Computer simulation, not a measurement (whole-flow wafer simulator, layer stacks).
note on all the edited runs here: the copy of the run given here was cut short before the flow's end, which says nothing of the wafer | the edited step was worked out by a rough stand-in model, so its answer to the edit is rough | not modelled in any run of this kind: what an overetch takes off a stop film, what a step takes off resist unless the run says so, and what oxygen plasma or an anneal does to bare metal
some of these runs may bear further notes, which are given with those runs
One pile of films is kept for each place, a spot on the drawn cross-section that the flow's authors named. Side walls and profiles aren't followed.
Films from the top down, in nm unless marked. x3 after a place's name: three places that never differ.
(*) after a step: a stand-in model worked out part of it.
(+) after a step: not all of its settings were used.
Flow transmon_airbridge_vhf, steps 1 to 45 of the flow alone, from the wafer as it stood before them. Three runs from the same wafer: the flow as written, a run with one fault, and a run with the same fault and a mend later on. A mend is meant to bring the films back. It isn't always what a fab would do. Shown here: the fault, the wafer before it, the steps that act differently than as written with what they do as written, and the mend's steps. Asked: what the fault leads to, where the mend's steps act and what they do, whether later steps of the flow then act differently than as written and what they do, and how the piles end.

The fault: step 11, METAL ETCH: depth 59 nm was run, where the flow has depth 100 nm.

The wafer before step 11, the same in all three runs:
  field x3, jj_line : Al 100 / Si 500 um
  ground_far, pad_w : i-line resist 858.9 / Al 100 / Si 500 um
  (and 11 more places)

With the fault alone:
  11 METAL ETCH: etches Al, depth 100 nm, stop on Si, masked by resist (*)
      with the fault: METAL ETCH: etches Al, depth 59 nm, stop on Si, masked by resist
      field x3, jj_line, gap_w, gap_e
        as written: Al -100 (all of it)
        with the fault: Al -59
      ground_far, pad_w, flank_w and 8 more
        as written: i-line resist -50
        with the fault: i-line resist -29.5
  Later steps of the flow that act differently than as written (14 more steps differ only slightly, by at most 2% or 0.5 nm, whichever is larger, and aren't shown):
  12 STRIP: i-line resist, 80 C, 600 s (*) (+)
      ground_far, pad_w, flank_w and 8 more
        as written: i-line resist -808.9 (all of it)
        with the fault: i-line resist -829.4 (all of it)
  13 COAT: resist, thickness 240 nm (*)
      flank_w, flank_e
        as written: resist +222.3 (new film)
        with the fault: resist +229.1 (new film)
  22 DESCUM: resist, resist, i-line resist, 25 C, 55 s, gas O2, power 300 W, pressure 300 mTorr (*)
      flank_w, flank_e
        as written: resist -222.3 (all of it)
        with the fault: resist -229.1 (all of it)
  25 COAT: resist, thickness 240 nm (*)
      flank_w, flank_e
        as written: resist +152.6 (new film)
        with the fault: resist +157.2 (new film)
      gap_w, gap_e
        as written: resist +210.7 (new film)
        with the fault: resist +206.3 (new film)
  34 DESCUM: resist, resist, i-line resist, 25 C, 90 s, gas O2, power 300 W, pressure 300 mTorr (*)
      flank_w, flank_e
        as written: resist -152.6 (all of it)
        with the fault: resist -157.2 (all of it)
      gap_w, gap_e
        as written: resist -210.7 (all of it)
        with the fault: resist -206.3 (all of it)
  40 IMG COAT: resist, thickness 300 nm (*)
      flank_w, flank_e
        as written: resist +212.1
        with the fault: resist +218.5
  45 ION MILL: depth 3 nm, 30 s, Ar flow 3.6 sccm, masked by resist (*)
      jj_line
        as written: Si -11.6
        with the fault: Al -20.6
  At the end the piles differ from the flow's by more than 2% or 0.5 nm, whichever is larger, at field x3, jj_line, gap_w, gap_e.
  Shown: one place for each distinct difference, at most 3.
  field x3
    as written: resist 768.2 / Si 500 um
    with the fault: resist 768.2 / Al 41 / Si 500 um
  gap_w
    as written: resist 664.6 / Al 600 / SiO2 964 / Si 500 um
    with the fault: resist 653.2 / Al 600 / SiO2 964 / Al 41 / Si 500 um
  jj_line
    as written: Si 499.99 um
    with the fault: Al 20.4 / Si 500 um

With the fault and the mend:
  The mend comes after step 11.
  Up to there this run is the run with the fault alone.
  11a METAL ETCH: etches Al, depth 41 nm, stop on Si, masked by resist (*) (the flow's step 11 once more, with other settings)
      ground_far, pad_w, flank_w and 8 more
        i-line resist -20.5
      field x3, jj_line, gap_w, gap_e
        Al -41 (all of it)
  No later step of the flow acts differently than as written at any place that is followed.
  At the end the piles are the same as the flow's at every place that both follow.
